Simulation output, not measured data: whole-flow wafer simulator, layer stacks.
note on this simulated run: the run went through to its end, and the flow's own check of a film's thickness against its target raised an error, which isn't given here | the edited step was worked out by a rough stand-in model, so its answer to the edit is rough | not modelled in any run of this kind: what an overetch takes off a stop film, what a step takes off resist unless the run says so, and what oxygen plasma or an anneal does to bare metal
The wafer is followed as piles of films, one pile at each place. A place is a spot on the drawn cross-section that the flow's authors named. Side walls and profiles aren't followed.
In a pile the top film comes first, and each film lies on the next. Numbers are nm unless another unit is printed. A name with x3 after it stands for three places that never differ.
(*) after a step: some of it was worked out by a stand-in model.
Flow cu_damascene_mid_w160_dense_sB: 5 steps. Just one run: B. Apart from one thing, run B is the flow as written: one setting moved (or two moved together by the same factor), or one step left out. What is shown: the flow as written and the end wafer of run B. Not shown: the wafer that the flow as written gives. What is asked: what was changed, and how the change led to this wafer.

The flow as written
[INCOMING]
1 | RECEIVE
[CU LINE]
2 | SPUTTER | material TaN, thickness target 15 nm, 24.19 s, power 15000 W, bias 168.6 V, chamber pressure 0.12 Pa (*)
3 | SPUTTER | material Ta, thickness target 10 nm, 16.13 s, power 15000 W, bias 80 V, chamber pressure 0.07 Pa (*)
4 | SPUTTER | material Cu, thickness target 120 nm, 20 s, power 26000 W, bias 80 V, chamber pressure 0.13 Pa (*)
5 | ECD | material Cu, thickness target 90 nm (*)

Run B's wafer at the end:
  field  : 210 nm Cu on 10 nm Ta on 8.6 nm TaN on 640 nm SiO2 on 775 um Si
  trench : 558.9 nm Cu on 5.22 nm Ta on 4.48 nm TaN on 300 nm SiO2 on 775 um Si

The reason: step 2, SPUTTER: thickness target 8.6 nm was run, whereas the flow has thickness target 15 nm; step 2, SPUTTER: 13.89 s was run, where the flow has 24.19 s.
The wafer lets one read it off: field has TaN 8.6, and step 2 as written asks for 15 nm.

The path from the change to this, step by step:
  2 | SPUTTER | material TaN, thickness target 15 nm, 24.19 s, power 15000 W, bias 168.6 V, chamber pressure 0.12 Pa (*)
      field: +8.6 TaN (new film) (as written it would have been: +15 TaN (new film))
      trench: +4.48 TaN (new film) (as written it would have been: +7.82 TaN (new film))
